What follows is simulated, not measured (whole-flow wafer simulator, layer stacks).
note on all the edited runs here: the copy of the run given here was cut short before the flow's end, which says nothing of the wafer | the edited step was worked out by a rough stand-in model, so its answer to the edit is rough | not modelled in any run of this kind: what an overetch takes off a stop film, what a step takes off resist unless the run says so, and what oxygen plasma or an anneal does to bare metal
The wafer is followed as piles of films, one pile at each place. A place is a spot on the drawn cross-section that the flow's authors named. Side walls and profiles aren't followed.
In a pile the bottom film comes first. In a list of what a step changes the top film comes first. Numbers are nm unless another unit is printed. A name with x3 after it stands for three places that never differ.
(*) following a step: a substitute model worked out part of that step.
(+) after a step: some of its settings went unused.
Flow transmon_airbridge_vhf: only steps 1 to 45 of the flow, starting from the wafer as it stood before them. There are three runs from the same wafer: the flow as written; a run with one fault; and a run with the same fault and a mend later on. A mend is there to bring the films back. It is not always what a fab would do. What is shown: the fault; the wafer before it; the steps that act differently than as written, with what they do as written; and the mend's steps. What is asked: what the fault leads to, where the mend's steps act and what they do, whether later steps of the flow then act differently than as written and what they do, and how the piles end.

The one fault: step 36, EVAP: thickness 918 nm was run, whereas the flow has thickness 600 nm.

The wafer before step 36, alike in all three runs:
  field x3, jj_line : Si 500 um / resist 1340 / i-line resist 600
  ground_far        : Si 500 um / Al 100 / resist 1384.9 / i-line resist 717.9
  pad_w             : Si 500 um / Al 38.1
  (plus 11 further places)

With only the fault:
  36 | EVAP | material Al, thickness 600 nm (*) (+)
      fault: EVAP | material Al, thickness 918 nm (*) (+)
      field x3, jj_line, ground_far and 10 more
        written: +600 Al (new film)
        fault: +918 Al (new film)
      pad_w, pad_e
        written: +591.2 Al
        fault: +904.6 Al
  Later steps of the flow acting differently than as written:
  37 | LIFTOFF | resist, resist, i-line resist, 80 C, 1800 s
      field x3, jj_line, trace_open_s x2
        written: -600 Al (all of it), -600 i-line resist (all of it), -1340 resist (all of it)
        fault: -918 Al (all of it), -600 i-line resist (all of it), -1340 resist (all of it)
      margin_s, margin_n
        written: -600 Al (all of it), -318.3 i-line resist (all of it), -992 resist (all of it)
        fault: -918 Al (all of it), -318.3 i-line resist (all of it), -992 resist (all of it)
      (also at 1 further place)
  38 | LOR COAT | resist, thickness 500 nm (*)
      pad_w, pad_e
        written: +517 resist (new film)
        fault: +496.1 resist (new film)
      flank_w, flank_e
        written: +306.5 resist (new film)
        fault: +298.6 resist (new film)
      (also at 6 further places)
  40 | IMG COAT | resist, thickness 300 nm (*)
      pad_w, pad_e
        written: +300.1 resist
        fault: +287.3 resist
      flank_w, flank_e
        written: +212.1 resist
        fault: +201.8 resist
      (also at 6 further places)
  The piles end different from the flow's at pad_w, flank_w, gap_w and 7 more by more than 2% or 0.5 nm, whichever is larger.
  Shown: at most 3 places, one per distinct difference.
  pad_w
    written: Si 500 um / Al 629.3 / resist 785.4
    fault: Si 500 um / Al 942.7 / resist 751.6
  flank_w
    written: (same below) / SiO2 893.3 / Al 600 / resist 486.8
    fault: (same below) / SiO2 893.3 / Al 918 / resist 468.7
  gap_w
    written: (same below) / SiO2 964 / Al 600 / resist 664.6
    fault: (same below) / SiO2 964 / Al 918 / resist 641.1

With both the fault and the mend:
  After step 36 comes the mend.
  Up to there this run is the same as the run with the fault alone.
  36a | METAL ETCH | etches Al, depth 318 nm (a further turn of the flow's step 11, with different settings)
      field x3, jj_line, ground_far and 12 more
        -318 Al
  Every later step of the flow that is run acts as written, at every place that is followed, to within 2% or 0.5 nm, whichever is larger.
  The piles end only slightly different from the flow's at the places that both follow, by no more than 2% or 0.5 nm, whichever is larger.
